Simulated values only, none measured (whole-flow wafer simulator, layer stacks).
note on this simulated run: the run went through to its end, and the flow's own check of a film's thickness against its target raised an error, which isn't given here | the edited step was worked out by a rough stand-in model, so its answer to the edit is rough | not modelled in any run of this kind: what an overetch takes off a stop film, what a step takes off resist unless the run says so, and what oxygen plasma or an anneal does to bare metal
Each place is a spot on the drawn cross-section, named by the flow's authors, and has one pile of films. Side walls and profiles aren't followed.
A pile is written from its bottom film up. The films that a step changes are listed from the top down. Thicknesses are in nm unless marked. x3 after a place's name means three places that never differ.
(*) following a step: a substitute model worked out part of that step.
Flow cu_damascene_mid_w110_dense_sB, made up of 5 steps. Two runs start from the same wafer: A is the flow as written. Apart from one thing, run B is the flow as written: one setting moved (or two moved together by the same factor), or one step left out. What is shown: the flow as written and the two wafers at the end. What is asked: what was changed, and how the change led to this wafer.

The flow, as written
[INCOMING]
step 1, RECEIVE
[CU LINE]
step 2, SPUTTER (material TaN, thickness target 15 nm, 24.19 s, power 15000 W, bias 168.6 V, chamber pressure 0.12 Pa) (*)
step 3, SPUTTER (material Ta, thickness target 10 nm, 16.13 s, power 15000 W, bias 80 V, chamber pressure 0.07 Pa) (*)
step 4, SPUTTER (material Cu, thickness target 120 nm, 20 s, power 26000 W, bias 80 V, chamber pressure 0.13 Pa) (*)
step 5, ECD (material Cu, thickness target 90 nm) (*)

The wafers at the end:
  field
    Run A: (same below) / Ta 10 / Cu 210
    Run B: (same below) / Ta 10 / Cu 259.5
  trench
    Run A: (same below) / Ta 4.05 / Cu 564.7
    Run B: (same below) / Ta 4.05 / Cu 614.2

Cause: step 5, ECD: thickness target 139.5 nm was run, whereas the flow has thickness target 90 nm.

The path from the change to this, step by step:
  step 5, ECD (material Cu, thickness target 90 nm) (*)
      field: A +90 Cu | B +139.5 Cu
      trench: A +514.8 Cu | B +564.3 Cu
